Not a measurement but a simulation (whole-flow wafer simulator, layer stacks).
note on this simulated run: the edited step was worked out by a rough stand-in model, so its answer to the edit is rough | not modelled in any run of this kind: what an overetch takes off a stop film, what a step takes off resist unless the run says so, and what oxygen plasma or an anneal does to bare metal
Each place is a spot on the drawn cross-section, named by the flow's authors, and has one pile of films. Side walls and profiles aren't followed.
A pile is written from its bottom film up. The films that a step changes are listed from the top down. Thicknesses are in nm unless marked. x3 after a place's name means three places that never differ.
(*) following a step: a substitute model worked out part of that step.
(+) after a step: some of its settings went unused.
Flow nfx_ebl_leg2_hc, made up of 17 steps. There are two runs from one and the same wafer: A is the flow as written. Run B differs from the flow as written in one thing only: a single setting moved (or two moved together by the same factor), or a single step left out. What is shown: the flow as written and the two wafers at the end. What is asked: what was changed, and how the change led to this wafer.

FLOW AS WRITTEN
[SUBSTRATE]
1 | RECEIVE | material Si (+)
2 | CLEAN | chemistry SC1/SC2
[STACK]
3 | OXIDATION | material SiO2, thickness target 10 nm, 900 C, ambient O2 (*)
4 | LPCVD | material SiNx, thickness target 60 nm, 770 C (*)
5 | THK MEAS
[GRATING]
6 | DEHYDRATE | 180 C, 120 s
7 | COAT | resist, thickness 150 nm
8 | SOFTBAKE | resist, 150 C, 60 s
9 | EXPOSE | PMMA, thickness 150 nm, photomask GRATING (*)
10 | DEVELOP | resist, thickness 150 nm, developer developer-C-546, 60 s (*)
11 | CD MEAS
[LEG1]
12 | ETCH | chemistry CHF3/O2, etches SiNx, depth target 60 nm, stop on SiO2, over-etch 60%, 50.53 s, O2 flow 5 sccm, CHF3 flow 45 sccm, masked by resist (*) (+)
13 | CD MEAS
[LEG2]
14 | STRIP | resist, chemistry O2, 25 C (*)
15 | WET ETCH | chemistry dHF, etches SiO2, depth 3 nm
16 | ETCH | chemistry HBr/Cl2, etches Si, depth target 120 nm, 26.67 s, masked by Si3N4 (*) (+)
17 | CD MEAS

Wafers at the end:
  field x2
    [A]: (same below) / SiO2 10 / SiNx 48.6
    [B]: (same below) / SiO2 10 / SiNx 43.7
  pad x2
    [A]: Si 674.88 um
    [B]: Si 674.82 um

The reason: step 16, ETCH: depth target 171 nm was run, whereas the flow has depth target 120 nm; step 16, ETCH: 38 s was run, where the flow has 26.67 s.

How this came from the change, step by step:
  16 | ETCH | chemistry HBr/Cl2, etches Si, depth target 120 nm, 26.67 s, masked by Si3N4 (*) (+)
      field x2: A -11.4 SiNx | B -16.3 SiNx
      pad x2: A -120 Si | B -171 Si
